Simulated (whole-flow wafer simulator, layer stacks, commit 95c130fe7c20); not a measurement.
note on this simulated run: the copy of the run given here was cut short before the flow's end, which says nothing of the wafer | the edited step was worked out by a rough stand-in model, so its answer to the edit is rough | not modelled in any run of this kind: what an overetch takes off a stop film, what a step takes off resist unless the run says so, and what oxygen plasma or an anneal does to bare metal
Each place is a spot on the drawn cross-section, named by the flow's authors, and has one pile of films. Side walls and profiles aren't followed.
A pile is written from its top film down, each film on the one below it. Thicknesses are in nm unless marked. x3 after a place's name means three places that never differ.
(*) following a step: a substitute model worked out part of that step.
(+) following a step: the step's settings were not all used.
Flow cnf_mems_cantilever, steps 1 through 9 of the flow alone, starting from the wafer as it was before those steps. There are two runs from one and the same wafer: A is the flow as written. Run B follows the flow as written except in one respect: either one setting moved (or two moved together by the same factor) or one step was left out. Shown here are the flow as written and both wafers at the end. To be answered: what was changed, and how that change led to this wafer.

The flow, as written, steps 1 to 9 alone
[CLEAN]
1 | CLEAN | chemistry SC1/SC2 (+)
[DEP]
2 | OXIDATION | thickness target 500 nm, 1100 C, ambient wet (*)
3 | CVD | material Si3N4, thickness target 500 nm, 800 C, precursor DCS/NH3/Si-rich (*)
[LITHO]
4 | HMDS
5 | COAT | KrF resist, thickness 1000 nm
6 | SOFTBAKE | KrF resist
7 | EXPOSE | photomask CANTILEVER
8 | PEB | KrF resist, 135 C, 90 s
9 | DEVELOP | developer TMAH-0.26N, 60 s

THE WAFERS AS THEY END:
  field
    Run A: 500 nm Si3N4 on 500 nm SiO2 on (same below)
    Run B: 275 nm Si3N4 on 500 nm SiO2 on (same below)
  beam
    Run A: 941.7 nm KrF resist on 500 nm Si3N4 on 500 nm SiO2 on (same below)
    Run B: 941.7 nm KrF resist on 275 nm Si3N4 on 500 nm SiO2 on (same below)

The reason: step 3, CVD: thickness target 275 nm was run, while the flow as written has thickness target 500 nm.
The wafer lets one read it off: field has Si3N4 275, and step 3 as written asks for 500 nm.

The path from the change to this, step by step:
  3 | CVD | material Si3N4, thickness target 500 nm, 800 C, precursor DCS/NH3/Si-rich (*)
      field, beam: A +500 Si3N4 (new film) | B +275 Si3N4 (new film)
